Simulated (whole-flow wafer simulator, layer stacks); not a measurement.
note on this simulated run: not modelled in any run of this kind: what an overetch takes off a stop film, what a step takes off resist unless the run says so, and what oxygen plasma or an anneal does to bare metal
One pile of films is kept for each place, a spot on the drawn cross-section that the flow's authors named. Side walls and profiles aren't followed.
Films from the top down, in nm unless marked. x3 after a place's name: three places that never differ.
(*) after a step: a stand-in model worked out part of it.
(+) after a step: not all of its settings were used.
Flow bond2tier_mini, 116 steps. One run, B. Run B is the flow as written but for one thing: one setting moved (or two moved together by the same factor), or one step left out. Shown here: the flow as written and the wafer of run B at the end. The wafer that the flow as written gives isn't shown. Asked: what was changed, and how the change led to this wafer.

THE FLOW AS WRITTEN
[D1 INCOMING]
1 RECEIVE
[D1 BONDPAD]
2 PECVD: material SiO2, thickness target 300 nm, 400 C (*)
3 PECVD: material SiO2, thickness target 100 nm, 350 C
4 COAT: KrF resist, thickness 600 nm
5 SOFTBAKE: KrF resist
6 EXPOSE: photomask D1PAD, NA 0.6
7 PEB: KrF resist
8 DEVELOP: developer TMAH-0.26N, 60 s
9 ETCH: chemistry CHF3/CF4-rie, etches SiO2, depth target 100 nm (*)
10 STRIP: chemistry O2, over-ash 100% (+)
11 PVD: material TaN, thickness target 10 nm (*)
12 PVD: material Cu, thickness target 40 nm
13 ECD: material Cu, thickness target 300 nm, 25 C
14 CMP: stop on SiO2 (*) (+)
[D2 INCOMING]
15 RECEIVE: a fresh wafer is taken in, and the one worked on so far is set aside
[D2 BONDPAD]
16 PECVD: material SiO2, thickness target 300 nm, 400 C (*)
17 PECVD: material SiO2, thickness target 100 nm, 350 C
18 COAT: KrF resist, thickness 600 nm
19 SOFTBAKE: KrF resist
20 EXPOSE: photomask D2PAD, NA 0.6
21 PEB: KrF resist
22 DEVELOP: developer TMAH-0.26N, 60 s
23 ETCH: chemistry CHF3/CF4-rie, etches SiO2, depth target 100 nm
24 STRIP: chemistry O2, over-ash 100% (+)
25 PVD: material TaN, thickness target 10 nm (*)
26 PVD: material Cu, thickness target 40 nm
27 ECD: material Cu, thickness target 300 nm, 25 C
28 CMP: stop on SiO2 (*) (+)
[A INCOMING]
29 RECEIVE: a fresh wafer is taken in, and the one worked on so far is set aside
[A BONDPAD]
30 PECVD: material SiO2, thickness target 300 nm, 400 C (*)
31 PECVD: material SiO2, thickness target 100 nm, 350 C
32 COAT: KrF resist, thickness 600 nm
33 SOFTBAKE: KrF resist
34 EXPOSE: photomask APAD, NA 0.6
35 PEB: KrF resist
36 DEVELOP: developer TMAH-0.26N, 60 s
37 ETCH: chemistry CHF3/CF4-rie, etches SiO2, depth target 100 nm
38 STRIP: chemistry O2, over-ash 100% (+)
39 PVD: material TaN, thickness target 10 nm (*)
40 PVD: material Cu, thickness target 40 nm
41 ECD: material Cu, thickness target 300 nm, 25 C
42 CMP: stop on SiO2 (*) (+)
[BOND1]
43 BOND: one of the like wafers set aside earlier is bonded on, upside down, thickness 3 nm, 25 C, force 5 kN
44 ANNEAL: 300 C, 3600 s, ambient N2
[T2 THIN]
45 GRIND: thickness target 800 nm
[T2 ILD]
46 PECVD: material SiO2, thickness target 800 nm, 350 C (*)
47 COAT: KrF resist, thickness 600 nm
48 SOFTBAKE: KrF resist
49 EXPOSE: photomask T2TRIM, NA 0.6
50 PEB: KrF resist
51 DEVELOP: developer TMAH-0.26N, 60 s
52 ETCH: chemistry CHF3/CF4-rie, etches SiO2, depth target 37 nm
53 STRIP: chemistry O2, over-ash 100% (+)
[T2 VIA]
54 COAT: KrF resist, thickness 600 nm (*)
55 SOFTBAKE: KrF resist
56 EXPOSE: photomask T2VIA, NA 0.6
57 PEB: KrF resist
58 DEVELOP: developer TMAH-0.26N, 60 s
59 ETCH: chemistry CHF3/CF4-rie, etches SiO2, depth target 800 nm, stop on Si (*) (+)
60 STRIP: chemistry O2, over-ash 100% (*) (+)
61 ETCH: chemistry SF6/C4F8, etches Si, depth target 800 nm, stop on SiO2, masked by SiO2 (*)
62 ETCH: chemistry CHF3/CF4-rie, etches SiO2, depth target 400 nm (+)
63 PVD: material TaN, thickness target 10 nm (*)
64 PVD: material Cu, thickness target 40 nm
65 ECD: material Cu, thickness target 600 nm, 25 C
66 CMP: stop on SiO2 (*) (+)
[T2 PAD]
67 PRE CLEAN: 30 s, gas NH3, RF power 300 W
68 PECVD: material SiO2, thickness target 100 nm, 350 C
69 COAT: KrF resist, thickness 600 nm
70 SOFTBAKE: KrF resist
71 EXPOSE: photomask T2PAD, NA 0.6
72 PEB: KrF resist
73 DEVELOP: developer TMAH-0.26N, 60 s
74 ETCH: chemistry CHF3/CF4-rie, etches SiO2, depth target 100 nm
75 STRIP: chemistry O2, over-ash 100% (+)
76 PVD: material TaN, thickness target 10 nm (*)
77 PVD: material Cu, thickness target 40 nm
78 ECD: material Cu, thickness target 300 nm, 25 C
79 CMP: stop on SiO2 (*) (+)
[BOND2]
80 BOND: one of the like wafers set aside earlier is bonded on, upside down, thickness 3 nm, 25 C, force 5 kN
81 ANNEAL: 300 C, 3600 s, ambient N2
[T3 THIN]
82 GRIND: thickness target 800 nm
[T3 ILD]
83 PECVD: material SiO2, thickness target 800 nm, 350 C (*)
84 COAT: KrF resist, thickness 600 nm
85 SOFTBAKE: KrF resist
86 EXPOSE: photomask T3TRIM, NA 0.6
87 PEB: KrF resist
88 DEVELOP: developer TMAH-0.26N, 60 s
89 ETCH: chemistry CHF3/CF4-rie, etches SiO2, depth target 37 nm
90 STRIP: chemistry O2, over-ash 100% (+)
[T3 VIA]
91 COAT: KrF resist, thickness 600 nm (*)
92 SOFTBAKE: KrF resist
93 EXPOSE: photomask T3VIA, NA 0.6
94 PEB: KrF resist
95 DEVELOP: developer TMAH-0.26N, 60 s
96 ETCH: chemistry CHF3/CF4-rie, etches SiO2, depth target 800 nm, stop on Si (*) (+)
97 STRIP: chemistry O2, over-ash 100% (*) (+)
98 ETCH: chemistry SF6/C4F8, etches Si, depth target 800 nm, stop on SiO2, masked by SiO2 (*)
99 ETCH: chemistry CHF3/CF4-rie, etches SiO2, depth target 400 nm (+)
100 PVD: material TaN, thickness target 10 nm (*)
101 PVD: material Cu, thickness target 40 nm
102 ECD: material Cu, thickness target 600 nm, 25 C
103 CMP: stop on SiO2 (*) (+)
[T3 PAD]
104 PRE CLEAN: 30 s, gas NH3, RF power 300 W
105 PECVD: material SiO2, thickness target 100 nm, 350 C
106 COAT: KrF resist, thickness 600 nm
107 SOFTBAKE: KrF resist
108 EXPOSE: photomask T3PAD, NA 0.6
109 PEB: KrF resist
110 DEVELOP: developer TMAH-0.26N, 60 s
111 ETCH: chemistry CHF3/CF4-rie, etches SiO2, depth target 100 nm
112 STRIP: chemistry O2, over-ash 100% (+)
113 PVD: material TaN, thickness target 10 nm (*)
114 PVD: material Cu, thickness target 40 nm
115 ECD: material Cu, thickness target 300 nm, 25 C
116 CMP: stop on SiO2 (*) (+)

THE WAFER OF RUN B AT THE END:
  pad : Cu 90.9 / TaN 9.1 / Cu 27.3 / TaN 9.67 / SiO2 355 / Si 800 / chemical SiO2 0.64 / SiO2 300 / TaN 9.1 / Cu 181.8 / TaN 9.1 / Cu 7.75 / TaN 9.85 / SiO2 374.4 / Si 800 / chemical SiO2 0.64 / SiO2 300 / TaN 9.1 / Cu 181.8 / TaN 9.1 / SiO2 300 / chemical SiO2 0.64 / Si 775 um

The cause: step 52, ETCH: depth target 17.6 nm was run, where the flow has depth target 37 nm.

How the change led to this, step by step:
  52 ETCH: chemistry CHF3/CF4-rie, etches SiO2, depth target 37 nm
      pad, via: SiO2 -17.6 (as written it would be: SiO2 -37)
      field: KrF resist -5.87 (as written it would be: KrF resist -12.3)
  59 ETCH: chemistry CHF3/CF4-rie, etches SiO2, depth target 800 nm, stop on Si (*) (+)
      via: SiO2 -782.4 (all of it) (as written it would be: SiO2 -763 (all of it))
  60 STRIP: chemistry O2, over-ash 100% (*) (+)
      field: KrF resist -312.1 (all of it) (as written it would be: KrF resist -303.9 (all of it))
      pad: KrF resist -327.4 (all of it) (as written it would be: KrF resist -336 (all of it))
  65 ECD: material Cu, thickness target 600 nm, 25 C
      pad: Cu +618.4 (as written it would be: Cu +638.7)
